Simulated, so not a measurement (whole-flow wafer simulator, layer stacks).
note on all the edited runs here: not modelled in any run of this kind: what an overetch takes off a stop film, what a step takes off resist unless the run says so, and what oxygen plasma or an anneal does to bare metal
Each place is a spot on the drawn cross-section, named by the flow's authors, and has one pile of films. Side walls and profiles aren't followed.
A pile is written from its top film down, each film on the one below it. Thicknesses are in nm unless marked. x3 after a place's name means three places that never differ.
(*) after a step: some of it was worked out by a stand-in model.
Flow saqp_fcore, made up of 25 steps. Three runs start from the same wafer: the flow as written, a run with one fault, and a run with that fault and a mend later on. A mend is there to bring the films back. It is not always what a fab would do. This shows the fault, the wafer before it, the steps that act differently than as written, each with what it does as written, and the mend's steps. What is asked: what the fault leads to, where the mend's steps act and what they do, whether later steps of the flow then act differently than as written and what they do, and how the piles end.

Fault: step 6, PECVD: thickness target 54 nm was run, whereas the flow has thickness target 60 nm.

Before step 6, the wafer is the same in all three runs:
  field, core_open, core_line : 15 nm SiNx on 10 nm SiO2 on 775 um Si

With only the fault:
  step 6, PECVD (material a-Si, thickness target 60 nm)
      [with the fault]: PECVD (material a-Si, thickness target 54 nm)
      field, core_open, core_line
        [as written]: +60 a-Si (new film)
        [with the fault]: +54 a-Si (new film)
  Steps further on in the flow that do not act as written (1 other step is not shown; it differs only slightly, by no more than 2% or 0.5 nm, whichever is larger):
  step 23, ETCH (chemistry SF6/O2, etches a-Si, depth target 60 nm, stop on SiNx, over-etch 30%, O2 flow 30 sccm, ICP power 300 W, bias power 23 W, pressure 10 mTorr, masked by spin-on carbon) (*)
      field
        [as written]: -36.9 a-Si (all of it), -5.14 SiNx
        [with the fault]: -30.9 a-Si (all of it), -5.89 SiNx
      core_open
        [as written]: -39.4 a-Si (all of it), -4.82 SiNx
        [with the fault]: -33.4 a-Si (all of it), -5.57 SiNx
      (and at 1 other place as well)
  The piles end different from the flow's at field, core_open, core_line by more than 2% or 0.5 nm, whichever is larger.
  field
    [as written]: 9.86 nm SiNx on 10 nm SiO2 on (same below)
    [with the fault]: 9.11 nm SiNx on 10 nm SiO2 on (same below)
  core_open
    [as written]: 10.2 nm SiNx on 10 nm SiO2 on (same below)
    [with the fault]: 9.43 nm SiNx on 10 nm SiO2 on (same below)
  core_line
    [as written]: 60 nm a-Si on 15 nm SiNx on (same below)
    [with the fault]: 54 nm a-Si on 15 nm SiNx on (same below)

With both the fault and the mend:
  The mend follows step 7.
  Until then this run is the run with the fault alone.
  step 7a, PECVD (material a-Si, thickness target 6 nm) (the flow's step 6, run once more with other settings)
      field, core_open, core_line
        +6 a-Si
  None of the later steps of the flow acts differently than as written at any place that is followed.
  By the end, the piles equal the flow's at every place that both follow.
